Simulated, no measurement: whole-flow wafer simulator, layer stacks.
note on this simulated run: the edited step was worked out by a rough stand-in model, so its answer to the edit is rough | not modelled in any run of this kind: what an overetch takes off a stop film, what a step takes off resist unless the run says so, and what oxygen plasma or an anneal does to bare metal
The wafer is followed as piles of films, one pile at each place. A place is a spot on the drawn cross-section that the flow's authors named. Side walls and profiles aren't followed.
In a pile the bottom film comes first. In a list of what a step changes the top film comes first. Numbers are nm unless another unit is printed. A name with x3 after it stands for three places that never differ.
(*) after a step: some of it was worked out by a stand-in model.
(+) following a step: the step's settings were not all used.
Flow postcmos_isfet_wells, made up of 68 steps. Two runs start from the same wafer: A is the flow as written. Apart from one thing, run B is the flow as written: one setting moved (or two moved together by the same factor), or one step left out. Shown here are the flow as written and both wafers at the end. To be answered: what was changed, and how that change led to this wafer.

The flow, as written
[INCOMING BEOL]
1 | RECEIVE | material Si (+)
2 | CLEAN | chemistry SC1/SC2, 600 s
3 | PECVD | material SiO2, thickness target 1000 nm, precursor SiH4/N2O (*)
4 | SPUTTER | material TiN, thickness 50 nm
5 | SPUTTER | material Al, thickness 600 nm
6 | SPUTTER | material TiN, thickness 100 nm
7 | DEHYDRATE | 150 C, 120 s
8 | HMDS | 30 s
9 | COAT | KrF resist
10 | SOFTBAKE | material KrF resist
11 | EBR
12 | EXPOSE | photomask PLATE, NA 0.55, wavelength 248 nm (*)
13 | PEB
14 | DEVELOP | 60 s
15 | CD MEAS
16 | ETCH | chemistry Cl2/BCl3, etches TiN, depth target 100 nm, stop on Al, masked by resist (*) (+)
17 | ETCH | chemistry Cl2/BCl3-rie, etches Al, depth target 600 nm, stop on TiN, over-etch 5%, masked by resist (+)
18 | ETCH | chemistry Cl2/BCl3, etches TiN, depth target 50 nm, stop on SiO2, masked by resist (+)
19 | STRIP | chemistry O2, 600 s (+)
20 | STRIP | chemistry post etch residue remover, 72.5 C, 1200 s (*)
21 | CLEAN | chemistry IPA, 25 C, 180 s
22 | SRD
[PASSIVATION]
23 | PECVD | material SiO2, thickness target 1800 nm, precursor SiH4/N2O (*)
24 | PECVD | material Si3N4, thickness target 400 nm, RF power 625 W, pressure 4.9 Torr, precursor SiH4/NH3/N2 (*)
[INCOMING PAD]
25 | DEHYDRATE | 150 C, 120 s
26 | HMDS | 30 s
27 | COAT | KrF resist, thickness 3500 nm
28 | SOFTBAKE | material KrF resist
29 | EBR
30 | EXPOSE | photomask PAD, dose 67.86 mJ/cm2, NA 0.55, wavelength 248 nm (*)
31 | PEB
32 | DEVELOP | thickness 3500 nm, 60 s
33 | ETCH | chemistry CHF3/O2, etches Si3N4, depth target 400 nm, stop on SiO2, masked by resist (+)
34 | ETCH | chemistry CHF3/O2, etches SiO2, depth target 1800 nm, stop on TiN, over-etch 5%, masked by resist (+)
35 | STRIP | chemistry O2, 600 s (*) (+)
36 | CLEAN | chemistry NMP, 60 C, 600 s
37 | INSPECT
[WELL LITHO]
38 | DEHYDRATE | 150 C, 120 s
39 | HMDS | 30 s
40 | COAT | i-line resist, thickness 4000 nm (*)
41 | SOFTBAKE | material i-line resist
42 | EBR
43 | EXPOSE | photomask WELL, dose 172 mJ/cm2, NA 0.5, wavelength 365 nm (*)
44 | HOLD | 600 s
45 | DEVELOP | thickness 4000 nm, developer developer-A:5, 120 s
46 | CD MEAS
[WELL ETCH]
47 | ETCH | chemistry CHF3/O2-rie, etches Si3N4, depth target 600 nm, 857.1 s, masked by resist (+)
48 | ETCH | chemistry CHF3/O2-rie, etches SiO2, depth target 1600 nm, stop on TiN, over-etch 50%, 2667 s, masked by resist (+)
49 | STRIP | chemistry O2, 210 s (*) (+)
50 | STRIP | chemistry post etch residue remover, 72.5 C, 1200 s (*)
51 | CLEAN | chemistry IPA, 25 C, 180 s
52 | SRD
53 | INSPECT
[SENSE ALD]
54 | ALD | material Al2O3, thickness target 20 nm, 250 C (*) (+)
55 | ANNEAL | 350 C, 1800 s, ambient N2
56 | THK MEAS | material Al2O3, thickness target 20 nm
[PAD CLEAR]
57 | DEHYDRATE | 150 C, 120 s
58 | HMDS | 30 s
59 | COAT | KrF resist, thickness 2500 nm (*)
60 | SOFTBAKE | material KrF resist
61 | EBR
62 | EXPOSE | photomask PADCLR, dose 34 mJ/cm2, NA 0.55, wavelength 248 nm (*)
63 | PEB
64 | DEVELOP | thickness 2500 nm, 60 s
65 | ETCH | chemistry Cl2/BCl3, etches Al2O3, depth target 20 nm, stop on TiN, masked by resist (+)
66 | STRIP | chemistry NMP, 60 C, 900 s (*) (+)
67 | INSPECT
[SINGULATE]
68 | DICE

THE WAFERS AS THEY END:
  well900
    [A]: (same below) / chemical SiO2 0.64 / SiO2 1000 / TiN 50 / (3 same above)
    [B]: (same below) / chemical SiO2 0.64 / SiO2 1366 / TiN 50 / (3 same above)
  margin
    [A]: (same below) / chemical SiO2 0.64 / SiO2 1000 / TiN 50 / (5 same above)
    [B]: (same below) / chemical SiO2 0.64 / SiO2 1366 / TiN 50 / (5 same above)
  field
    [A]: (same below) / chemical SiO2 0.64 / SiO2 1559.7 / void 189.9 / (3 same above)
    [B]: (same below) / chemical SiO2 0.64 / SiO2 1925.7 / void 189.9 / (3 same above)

Cause: step 3, PECVD: thickness target 1366 nm was run, whereas the flow has thickness target 1000 nm.
One can read it off the wafer: well900 has SiO2 1366, and step 3 as written asks for 1000 nm.

The path from the change to this, step by step:
  3 | PECVD | material SiO2, thickness target 1000 nm, precursor SiH4/N2O (*)
      field, margin, well900, well1300 x3, pad_rim, pad_clr, pad_open: A SiO2 gains 1000 (new film) | B SiO2 gains 1366 (new film)
